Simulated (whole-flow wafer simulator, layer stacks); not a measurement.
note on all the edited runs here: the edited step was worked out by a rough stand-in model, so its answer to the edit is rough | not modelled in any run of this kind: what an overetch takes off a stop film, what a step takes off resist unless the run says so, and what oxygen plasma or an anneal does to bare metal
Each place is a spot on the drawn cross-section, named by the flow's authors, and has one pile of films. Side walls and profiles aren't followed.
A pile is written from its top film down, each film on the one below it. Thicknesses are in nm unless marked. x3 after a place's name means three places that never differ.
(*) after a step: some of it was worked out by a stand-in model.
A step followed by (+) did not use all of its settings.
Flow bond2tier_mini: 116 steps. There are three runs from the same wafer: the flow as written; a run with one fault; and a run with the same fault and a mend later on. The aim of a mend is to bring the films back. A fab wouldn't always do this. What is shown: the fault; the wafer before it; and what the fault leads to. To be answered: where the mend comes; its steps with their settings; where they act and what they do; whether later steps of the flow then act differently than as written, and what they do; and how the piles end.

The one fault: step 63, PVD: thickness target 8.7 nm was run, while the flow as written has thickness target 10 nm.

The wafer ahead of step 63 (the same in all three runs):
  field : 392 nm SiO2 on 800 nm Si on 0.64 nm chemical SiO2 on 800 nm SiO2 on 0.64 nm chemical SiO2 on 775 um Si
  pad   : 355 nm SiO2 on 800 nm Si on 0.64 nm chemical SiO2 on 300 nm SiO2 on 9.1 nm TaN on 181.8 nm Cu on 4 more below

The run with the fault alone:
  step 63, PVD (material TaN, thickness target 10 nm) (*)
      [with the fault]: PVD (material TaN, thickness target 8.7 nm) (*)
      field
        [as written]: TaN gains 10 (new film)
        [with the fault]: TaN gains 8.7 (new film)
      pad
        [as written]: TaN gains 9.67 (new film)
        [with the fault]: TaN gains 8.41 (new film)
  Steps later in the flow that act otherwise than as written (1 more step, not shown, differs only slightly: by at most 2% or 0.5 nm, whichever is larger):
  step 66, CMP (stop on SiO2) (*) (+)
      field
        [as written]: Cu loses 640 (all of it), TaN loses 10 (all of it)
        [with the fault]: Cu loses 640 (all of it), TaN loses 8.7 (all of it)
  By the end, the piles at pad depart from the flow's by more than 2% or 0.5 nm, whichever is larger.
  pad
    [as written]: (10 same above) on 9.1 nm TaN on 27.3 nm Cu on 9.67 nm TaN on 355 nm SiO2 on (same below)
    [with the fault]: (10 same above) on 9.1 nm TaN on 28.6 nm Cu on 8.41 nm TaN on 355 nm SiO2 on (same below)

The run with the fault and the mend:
  The mend stands after step 63.
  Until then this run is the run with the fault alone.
  step 63a, PVD (material TaN, thickness target 1.3 nm) (*) (the flow's step 63, run once more with other settings)
      field
        TaN gains 1.3
      pad
        TaN gains 1.26
  None of the later steps of the flow acts differently than as written at any place that is followed.
  At every place that both follow, the piles at the end match the flow's.
